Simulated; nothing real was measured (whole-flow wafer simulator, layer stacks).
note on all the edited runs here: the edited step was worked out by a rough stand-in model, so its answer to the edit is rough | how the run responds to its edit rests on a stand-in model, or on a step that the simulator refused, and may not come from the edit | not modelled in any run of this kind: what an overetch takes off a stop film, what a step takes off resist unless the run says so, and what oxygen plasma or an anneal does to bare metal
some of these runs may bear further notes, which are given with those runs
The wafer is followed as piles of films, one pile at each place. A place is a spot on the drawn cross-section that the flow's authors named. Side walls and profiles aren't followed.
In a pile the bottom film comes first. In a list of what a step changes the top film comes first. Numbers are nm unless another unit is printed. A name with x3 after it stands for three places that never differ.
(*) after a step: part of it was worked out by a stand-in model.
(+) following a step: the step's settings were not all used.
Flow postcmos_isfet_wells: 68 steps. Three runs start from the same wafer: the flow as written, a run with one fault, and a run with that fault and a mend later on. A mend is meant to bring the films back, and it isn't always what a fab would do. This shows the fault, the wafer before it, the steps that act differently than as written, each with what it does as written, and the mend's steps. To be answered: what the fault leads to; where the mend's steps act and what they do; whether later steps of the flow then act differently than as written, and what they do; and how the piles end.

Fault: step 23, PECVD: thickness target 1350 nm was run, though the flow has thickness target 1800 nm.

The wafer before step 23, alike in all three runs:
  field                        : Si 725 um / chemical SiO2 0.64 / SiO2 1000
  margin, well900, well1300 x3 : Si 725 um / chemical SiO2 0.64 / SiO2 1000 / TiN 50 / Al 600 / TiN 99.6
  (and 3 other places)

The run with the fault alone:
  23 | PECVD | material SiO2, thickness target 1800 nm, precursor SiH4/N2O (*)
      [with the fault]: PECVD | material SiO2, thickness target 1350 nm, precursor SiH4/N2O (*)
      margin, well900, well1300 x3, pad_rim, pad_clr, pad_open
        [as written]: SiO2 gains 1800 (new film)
        [with the fault]: SiO2 gains 1350 (new film)
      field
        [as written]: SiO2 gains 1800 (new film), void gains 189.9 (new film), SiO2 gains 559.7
        [with the fault]: SiO2 gains 1350 (new film), void gains 190 (new film), SiO2 gains 559.5
  Steps further on in the flow that do not act as written:
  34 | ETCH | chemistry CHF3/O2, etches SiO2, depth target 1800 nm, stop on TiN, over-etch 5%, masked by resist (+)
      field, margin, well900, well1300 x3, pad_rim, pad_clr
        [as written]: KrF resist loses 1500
        [with the fault]: KrF resist loses 1181.2
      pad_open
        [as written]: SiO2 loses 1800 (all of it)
        [with the fault]: SiO2 loses 1350 (all of it)
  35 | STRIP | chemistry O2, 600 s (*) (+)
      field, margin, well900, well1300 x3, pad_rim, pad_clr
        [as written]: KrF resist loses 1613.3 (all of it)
        [with the fault]: KrF resist loses 1932.1 (all of it)
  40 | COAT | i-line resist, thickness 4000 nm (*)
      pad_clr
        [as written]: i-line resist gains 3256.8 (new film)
        [with the fault]: i-line resist gains 3399 (new film)
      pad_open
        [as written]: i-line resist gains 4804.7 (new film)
        [with the fault]: i-line resist gains 4642.6 (new film)
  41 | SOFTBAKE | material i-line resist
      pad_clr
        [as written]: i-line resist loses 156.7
        [with the fault]: i-line resist loses 113.4
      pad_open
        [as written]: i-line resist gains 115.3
        [with the fault]: i-line resist gains 94.7
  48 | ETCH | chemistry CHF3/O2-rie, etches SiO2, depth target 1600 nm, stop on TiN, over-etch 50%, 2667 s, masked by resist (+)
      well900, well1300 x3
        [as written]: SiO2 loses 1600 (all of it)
        [with the fault]: SiO2 loses 1150 (all of it)
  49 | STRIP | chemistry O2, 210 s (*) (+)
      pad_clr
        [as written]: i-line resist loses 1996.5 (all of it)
        [with the fault]: i-line resist loses 2182 (all of it)
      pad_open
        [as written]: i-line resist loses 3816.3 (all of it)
        [with the fault]: i-line resist loses 3633.6 (all of it)
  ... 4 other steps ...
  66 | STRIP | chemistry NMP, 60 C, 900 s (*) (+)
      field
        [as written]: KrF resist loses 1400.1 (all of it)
        [with the fault]: KrF resist loses 1613.6 (all of it)
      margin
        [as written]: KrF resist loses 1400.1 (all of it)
        [with the fault]: KrF resist loses 1613.5 (all of it)
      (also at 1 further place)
  The piles end different from the flow's at field, margin, pad_rim, pad_clr by more than 2% or 0.5 nm, whichever is larger.
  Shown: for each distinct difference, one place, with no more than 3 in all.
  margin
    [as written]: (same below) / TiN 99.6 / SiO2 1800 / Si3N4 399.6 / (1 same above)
    [with the fault]: (same below) / TiN 99.6 / SiO2 1350 / Si3N4 399.6 / (1 same above)
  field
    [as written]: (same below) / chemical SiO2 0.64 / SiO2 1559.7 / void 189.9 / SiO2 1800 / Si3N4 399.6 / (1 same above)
    [with the fault]: (same below) / chemical SiO2 0.64 / SiO2 1559.5 / void 190 / SiO2 1350 / Si3N4 399.6 / (1 same above)
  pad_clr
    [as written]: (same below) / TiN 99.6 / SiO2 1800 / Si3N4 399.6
    [with the fault]: (same below) / TiN 99.6 / SiO2 1350 / Si3N4 399.6

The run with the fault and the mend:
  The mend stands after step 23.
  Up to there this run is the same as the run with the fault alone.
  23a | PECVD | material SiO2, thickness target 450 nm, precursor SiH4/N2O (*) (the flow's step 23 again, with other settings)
      field, margin, well900, well1300 x3, pad_rim, pad_clr, pad_open
        SiO2 gains 450
  Every later step of the flow that is run acts as written at every place that is followed.
  At the end the piles are close to the flow's at the places that both follow, differing by at most 2% or 0.5 nm, whichever is larger.
